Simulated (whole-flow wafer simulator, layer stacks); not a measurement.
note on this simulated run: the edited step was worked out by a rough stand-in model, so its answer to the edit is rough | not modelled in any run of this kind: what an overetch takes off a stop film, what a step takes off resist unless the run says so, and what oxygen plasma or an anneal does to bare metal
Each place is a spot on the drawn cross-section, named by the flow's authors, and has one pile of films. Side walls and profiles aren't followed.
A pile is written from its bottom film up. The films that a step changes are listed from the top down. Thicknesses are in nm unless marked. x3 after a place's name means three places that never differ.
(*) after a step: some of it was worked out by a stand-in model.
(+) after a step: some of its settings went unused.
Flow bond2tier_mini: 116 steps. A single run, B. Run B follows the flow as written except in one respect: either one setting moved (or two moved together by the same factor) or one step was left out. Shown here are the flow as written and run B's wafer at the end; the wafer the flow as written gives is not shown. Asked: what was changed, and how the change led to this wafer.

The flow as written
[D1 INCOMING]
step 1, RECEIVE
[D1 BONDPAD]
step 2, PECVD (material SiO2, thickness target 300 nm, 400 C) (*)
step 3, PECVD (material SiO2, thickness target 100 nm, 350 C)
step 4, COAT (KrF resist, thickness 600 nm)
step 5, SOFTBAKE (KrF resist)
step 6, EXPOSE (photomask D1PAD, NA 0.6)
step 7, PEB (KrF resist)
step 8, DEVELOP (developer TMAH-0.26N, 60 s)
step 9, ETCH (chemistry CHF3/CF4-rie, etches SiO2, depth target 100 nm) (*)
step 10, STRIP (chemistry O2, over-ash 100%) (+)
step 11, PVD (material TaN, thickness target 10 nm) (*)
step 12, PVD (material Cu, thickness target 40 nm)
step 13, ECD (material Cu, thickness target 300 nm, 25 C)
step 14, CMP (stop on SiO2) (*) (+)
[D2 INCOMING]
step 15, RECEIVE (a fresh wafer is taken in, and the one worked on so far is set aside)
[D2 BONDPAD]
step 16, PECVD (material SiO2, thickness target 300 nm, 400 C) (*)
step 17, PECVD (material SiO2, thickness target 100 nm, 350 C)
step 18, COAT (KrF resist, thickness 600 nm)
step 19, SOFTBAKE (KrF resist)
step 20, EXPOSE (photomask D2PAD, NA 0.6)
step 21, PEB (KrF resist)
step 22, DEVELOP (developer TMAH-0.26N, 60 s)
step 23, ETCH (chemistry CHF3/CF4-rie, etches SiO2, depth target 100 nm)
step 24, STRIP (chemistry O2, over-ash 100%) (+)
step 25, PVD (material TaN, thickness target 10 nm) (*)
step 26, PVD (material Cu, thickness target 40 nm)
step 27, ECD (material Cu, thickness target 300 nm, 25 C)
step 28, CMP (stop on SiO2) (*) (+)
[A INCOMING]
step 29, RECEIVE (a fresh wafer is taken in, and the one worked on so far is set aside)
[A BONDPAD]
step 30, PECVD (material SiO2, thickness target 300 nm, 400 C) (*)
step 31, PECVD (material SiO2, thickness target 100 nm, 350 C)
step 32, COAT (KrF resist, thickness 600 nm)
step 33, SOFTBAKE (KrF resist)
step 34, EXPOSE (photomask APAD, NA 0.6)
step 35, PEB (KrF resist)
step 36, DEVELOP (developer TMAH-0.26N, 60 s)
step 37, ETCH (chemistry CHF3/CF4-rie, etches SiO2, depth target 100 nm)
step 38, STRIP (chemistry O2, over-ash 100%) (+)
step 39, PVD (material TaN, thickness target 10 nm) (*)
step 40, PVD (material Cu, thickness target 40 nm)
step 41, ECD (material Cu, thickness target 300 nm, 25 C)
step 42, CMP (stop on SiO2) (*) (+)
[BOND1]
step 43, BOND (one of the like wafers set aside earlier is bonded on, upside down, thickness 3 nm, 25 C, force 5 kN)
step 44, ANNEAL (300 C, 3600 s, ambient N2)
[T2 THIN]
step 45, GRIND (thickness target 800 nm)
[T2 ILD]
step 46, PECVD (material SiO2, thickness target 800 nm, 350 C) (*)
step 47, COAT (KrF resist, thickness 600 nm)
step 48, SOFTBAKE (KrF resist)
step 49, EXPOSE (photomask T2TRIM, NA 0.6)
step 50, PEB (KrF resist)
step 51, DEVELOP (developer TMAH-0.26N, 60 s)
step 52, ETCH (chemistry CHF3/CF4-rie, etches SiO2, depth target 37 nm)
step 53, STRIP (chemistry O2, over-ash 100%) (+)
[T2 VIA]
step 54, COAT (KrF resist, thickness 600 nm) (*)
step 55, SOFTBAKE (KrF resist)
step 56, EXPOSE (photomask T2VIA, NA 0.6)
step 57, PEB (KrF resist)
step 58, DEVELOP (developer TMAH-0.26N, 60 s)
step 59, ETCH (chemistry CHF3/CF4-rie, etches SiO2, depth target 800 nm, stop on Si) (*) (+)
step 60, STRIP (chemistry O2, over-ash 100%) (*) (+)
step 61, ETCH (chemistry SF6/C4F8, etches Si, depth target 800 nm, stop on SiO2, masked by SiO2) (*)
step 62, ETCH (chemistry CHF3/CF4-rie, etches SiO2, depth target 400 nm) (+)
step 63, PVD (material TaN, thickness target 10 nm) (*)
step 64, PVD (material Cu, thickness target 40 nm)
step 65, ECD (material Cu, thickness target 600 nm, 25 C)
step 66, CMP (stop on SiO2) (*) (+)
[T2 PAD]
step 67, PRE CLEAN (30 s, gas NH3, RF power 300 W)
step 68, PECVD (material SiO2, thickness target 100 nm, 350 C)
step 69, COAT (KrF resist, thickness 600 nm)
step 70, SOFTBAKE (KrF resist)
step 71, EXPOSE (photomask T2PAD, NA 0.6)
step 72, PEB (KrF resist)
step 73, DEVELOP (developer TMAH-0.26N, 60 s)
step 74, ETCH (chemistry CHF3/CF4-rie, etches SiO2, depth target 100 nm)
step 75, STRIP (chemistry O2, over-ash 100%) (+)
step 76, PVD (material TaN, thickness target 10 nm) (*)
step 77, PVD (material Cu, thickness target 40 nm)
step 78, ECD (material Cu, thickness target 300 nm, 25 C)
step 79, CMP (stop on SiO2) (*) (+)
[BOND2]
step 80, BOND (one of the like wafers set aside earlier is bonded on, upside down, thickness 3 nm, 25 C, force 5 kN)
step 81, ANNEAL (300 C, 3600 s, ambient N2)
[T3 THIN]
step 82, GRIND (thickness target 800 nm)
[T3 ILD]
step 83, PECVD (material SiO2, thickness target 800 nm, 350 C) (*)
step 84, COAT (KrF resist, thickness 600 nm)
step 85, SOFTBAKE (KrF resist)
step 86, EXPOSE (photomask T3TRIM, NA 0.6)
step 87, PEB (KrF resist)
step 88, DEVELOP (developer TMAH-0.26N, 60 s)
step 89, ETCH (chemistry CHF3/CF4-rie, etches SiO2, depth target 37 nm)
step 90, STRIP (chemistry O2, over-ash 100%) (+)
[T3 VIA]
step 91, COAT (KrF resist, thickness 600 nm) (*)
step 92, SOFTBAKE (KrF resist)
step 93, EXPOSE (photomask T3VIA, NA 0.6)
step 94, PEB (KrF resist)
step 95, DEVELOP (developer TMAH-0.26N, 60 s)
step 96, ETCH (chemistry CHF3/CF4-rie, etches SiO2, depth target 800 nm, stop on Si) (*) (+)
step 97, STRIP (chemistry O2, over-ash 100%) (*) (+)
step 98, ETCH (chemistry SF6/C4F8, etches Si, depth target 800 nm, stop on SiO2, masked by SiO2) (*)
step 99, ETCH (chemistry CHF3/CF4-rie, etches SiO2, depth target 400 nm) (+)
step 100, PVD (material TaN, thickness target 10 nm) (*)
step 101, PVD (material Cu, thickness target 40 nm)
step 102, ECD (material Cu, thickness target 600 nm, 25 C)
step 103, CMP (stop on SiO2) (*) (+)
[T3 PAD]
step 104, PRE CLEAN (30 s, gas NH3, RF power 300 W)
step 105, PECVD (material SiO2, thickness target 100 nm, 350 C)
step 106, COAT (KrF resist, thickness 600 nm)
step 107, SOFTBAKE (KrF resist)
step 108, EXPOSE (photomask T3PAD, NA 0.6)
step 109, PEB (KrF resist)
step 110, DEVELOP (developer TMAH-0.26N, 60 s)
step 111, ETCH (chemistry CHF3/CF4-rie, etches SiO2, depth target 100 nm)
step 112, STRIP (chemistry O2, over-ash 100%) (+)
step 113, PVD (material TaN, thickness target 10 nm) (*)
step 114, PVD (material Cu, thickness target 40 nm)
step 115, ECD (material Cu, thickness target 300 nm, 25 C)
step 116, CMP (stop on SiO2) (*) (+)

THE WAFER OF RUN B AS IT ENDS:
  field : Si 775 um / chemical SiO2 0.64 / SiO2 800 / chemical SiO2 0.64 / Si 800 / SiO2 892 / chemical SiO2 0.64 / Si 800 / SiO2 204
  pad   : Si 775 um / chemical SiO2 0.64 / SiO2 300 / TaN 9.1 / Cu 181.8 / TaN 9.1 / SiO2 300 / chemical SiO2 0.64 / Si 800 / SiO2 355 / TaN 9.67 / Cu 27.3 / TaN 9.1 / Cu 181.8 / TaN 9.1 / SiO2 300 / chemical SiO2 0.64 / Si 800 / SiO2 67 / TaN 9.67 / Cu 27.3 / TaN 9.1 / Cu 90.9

What caused this: step 83, PECVD: thickness target 512 nm was run, while the flow as written has thickness target 800 nm.

How this came from the change, step by step:
  step 83, PECVD (material SiO2, thickness target 800 nm, 350 C) (*)
      field, pad: SiO2 gains 512 (new film) (as written it would have been: SiO2 gains 800 (new film))
  step 96, ETCH (chemistry CHF3/CF4-rie, etches SiO2, depth target 800 nm, stop on Si) (*) (+)
      field, pad: KrF resist loses 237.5 (as written it would have been: KrF resist loses 266.7)
  step 97, STRIP (chemistry O2, over-ash 100%) (*) (+)
      field: KrF resist loses 333.1 (all of it) (as written it would have been: KrF resist loses 303.9 (all of it))
      pad: KrF resist loses 365.1 (all of it) (as written it would have been: KrF resist loses 336 (all of it))
